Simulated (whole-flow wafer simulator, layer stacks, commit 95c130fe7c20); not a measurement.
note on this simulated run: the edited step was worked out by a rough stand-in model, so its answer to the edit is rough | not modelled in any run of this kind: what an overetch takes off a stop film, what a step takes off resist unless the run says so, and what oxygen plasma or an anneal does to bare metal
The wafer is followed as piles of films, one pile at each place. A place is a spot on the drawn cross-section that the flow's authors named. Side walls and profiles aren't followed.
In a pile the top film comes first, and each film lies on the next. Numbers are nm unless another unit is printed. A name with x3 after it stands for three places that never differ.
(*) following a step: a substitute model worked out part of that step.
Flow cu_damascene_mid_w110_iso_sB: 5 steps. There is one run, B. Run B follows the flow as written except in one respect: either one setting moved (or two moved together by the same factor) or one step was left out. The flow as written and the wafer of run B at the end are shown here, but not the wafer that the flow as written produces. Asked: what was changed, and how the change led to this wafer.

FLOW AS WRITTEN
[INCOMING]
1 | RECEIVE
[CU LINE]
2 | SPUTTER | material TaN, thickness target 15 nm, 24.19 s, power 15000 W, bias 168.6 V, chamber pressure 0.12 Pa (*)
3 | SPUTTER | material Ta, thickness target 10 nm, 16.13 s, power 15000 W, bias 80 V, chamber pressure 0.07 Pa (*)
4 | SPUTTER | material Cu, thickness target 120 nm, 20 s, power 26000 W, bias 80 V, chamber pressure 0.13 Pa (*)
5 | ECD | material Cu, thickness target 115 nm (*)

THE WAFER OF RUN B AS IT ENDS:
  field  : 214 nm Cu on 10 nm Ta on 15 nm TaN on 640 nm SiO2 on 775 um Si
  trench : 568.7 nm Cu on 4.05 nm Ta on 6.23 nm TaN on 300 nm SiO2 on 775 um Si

The reason: step 4, SPUTTER: thickness target 99 nm was run, while the flow as written has thickness target 120 nm; step 4, SPUTTER: 16.5 s was run, where the flow has 20 s.

The path from the change to this, step by step:
  4 | SPUTTER | material Cu, thickness target 120 nm, 20 s, power 26000 W, bias 80 V, chamber pressure 0.13 Pa (*)
      field: Cu gains 99 (new film) (in the flow as written it would be: Cu gains 120 (new film))
      trench: Cu gains 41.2 (new film) (in the flow as written it would be: Cu gains 49.9 (new film))
  5 | ECD | material Cu, thickness target 115 nm (*)
      trench: Cu gains 527.5 (in the flow as written it would be: Cu gains 539.8)
